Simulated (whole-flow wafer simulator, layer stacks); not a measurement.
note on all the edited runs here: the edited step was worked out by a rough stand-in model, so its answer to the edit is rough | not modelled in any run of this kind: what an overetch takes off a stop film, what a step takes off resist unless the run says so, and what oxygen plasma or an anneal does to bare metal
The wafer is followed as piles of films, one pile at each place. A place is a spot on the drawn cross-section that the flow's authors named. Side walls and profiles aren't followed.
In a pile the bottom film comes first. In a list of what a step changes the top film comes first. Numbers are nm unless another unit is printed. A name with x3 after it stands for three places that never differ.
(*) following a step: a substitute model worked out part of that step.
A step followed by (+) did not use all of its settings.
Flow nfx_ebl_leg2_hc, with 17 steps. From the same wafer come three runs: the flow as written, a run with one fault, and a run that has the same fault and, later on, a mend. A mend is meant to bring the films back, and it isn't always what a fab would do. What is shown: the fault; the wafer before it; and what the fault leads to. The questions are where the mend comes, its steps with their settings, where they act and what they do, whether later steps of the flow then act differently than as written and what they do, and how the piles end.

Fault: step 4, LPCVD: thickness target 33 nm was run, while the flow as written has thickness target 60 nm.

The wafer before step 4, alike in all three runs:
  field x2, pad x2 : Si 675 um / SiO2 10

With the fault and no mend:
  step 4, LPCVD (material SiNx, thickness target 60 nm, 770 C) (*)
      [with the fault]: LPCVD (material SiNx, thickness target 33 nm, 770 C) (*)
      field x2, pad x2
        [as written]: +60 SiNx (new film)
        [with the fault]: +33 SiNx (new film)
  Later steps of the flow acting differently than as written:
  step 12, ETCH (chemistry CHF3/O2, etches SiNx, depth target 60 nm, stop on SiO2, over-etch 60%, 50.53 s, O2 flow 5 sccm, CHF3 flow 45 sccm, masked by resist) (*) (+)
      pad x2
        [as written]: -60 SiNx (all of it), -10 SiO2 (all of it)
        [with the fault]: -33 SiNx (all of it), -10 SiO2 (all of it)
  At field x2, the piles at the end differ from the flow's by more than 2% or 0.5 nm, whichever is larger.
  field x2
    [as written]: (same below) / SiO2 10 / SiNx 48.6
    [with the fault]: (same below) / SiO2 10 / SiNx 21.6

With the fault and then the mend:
  The mend follows step 5.
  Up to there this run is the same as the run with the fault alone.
  step 5a, LPCVD (material SiNx, thickness target 27 nm, 770 C) (*) (the flow's step 4, run once more with other settings)
      field x2, pad x2
        +27 SiNx
  None of the later steps of the flow acts differently than as written at any place that is followed.
  The piles end the same as the flow's at every place that both follow.
